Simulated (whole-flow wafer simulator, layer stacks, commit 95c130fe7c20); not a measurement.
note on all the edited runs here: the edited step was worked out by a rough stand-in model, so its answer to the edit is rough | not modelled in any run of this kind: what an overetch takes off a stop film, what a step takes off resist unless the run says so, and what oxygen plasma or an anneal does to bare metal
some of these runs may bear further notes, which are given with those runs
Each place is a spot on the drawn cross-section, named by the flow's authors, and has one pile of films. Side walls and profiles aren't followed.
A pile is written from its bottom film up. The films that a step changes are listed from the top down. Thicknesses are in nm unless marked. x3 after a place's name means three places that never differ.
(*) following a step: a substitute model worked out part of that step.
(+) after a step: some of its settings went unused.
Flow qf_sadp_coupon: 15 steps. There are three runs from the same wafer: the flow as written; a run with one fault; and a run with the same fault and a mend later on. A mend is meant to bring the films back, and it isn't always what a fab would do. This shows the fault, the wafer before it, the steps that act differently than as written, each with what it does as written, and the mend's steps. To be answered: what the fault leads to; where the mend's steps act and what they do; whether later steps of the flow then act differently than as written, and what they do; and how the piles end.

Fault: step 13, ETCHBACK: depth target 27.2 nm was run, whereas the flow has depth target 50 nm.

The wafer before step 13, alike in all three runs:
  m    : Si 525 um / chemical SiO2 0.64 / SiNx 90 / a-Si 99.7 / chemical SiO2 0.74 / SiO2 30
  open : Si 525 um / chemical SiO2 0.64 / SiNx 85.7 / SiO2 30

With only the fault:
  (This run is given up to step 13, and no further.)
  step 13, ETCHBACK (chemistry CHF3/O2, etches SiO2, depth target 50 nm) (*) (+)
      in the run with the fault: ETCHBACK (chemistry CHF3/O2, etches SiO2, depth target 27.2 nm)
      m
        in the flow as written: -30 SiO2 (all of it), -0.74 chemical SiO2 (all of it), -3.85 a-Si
        in the run with the fault: -27.2 SiO2
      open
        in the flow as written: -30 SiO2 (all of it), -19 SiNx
        in the run with the fault: -27.2 SiO2
  After step 13, at m, open, the piles differ from the flow's by more than 2% or 0.5 nm, whichever is larger.
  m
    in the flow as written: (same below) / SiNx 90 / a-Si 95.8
    in the run with the fault: (same below) / SiNx 90 / a-Si 99.7 / chemical SiO2 0.74 / SiO2 2.8
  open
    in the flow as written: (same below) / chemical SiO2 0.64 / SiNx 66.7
    in the run with the fault: (same below) / chemical SiO2 0.64 / SiNx 85.7 / SiO2 2.8

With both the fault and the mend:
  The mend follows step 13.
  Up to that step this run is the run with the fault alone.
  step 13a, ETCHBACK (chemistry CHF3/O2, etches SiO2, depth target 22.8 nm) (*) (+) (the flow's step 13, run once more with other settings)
      m
        -2.8 SiO2 (all of it), -0.74 chemical SiO2 (all of it), -3.85 a-Si
      open
        -2.8 SiO2 (all of it), -19 SiNx
  None of the later steps of the flow acts differently than as written at any place that is followed.
  The piles end the same as the flow's at every place that both follow.
